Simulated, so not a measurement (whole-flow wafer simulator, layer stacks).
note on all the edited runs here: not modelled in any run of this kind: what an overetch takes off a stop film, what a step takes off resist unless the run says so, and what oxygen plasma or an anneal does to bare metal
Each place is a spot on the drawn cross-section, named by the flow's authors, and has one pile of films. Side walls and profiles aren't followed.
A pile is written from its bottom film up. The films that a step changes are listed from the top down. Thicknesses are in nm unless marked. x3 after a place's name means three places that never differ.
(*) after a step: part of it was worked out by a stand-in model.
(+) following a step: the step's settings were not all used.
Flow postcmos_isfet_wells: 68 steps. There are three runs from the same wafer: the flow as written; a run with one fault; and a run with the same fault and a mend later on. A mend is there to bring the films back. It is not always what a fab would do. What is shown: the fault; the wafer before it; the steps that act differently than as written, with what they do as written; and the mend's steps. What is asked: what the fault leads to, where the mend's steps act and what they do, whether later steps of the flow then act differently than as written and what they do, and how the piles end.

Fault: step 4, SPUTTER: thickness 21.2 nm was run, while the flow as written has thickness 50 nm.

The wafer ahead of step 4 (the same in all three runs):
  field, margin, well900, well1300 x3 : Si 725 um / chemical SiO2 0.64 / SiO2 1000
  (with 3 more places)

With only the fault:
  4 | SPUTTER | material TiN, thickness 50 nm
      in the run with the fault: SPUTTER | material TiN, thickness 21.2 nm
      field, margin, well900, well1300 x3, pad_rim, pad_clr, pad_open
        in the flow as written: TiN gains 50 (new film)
        in the run with the fault: TiN gains 21.2 (new film)
  Steps further on in the flow that do not act as written (1 more step, not shown, differs only slightly: by at most 2% or 0.5 nm, whichever is larger):
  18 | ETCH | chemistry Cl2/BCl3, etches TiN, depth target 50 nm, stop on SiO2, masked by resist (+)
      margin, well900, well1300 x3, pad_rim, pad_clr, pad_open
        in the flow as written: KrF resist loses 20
        in the run with the fault: KrF resist loses 12.7
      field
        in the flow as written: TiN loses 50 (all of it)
        in the run with the fault: TiN loses 21.2 (all of it)
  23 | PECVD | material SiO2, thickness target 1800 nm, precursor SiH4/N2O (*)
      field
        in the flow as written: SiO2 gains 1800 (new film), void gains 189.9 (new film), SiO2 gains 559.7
        in the run with the fault: SiO2 gains 1800 (new film), void gains 168.3 (new film), SiO2 gains 552.5
  By the end, the piles at field, margin, well900, well1300 x3, pad_rim, pad_clr, pad_open depart from the flow's by more than 2% or 0.5 nm, whichever is larger.
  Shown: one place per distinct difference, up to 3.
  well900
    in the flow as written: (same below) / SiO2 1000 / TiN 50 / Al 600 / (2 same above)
    in the run with the fault: (same below) / SiO2 1000 / TiN 21.2 / Al 600 / (2 same above)
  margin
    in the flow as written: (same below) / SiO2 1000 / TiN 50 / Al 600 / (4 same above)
    in the run with the fault: (same below) / SiO2 1000 / TiN 21.2 / Al 600 / (4 same above)
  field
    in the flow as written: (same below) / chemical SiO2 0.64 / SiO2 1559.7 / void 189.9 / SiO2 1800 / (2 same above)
    in the run with the fault: (same below) / chemical SiO2 0.64 / SiO2 1552.5 / void 168.3 / SiO2 1800 / (2 same above)

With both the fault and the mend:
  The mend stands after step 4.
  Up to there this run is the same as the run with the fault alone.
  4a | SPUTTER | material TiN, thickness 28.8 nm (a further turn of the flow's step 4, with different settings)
      field, margin, well900, well1300 x3, pad_rim, pad_clr, pad_open
        TiN gains 28.8
  None of the later steps of the flow acts differently than as written at any place that is followed.
  The piles end the same as the flow's at every place that both follow.
